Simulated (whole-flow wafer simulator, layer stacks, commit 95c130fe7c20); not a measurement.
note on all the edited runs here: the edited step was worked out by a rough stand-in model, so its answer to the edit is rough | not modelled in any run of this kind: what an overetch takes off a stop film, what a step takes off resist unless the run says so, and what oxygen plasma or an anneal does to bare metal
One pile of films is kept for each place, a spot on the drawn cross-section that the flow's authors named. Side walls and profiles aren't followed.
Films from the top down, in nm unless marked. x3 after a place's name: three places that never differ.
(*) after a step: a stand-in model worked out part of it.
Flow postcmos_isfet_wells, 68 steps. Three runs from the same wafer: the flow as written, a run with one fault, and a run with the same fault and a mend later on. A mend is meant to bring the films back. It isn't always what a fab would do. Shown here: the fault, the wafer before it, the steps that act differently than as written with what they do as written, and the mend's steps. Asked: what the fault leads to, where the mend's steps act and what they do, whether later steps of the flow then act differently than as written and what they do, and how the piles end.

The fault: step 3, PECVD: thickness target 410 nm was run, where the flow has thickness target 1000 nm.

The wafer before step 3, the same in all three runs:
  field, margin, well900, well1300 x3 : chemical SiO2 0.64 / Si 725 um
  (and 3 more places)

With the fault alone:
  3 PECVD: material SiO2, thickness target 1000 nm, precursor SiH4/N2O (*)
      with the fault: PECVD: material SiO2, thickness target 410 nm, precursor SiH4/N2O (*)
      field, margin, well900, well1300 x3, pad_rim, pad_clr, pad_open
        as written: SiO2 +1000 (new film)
        with the fault: SiO2 +410 (new film)
  No later step of the flow acts differently than as written at any place that is followed.
  At the end the piles differ from the flow's by more than 2% or 0.5 nm, whichever is larger, at field, margin, well900, well1300 x3, pad_rim, pad_clr, pad_open.
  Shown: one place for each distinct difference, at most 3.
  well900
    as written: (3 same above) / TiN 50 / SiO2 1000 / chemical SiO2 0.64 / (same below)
    with the fault: (3 same above) / TiN 50 / SiO2 410 / chemical SiO2 0.64 / (same below)
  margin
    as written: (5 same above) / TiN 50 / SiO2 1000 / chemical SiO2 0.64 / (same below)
    with the fault: (5 same above) / TiN 50 / SiO2 410 / chemical SiO2 0.64 / (same below)
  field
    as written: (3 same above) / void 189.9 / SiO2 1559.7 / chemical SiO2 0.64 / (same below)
    with the fault: (3 same above) / void 189.9 / SiO2 969.7 / chemical SiO2 0.64 / (same below)

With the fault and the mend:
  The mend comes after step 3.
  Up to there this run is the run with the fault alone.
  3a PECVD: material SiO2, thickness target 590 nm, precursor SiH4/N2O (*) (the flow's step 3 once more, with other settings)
      field, margin, well900, well1300 x3, pad_rim, pad_clr, pad_open
        SiO2 +590
  No later step of the flow acts differently than as written at any place that is followed.
  At the end the piles are the same as the flow's at every place that both follow.
